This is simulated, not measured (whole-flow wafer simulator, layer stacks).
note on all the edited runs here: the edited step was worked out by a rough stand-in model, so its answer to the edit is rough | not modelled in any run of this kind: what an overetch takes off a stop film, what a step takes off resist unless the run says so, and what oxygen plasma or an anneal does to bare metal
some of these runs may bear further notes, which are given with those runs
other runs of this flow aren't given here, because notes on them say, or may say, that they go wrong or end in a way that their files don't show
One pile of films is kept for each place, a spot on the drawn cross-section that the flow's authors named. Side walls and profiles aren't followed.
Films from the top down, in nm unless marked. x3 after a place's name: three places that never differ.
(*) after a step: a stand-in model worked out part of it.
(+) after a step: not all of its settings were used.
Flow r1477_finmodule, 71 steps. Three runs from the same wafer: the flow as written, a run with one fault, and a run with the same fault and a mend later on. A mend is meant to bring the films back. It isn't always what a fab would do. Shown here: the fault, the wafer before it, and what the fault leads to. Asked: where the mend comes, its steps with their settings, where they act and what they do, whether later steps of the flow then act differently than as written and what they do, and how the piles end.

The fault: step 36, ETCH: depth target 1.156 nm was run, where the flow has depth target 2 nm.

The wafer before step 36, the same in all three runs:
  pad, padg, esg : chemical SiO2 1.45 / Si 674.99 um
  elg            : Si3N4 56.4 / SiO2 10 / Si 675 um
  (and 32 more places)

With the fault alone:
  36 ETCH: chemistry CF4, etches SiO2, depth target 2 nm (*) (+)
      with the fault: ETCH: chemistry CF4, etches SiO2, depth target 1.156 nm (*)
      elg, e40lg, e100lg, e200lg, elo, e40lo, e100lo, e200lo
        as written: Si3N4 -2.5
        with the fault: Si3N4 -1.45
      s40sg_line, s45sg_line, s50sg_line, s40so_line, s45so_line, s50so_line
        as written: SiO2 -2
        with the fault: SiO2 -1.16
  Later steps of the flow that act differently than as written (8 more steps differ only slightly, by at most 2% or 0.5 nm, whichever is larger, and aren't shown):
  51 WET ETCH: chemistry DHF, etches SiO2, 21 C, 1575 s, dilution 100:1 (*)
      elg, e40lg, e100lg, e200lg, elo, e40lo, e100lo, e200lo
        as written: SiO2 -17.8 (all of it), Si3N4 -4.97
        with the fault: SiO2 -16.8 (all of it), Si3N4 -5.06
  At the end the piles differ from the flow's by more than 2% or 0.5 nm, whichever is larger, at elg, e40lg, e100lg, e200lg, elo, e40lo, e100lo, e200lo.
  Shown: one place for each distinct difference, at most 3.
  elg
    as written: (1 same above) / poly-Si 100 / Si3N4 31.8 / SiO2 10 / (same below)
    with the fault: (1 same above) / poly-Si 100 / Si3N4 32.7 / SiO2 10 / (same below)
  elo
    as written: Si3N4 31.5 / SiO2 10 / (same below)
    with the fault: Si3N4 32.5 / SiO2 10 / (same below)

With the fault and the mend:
  The mend comes after step 36.
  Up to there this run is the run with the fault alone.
  36a ETCH: chemistry CF4, etches SiO2, depth target 0.844 nm (*) (the flow's step 36 once more, with other settings)
      pad, padg, e40sg and 11 more
        Si -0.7
      elg, e40lg, e100lg, e200lg, elo, e40lo, e100lo, e200lo
        Si3N4 -1.05
      s40sg_line, s45sg_line, s50sg_line, s40so_line, s45so_line, s50so_line
        SiO2 -0.84
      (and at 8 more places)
  No later step of the flow acts differently than as written, at any place that is followed, by more than 2% or 0.5 nm, whichever is larger.
  At the end the piles differ from the flow's only slightly at the places that both follow, by at most 2% or 0.5 nm, whichever is larger.
